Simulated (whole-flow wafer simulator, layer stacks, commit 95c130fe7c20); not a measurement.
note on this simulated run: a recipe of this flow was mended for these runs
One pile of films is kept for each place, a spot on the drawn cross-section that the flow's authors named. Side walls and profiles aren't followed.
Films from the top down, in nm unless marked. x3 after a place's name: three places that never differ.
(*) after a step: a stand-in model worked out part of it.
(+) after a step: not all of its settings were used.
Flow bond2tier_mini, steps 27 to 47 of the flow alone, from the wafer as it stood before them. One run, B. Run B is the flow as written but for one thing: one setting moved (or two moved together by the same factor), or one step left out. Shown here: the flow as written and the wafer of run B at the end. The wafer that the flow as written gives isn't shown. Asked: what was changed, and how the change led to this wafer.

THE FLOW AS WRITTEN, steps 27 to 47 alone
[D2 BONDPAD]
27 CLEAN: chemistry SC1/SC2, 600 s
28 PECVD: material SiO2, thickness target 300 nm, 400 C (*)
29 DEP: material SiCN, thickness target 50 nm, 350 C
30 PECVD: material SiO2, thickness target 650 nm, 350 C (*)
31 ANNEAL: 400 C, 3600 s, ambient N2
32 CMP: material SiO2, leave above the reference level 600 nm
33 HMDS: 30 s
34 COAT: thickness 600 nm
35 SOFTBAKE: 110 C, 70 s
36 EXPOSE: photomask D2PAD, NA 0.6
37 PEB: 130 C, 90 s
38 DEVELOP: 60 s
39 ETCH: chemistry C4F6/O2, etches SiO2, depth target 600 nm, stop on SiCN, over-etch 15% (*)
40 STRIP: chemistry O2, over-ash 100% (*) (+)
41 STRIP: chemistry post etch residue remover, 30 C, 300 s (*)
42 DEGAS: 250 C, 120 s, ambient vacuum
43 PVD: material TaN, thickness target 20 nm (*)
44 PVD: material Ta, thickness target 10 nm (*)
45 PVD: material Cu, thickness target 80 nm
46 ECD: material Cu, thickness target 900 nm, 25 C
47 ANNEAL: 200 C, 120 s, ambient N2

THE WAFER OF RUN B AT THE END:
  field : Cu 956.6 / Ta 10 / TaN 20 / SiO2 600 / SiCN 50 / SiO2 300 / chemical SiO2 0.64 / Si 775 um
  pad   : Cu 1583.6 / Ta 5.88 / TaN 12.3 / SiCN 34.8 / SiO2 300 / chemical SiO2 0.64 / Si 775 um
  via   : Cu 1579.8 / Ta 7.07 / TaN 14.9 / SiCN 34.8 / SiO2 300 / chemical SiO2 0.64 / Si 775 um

The cause: step 45, PVD: thickness target 56.6 nm was run, where the flow has thickness target 80 nm.

How the change led to this, step by step:
  45 PVD: material Cu, thickness target 80 nm
      field: Cu +56.6 (new film) (as written it would be: Cu +80 (new film))
      pad: Cu +34.3 (new film) (as written it would be: Cu +48.4 (new film))
      (and at 1 more place)
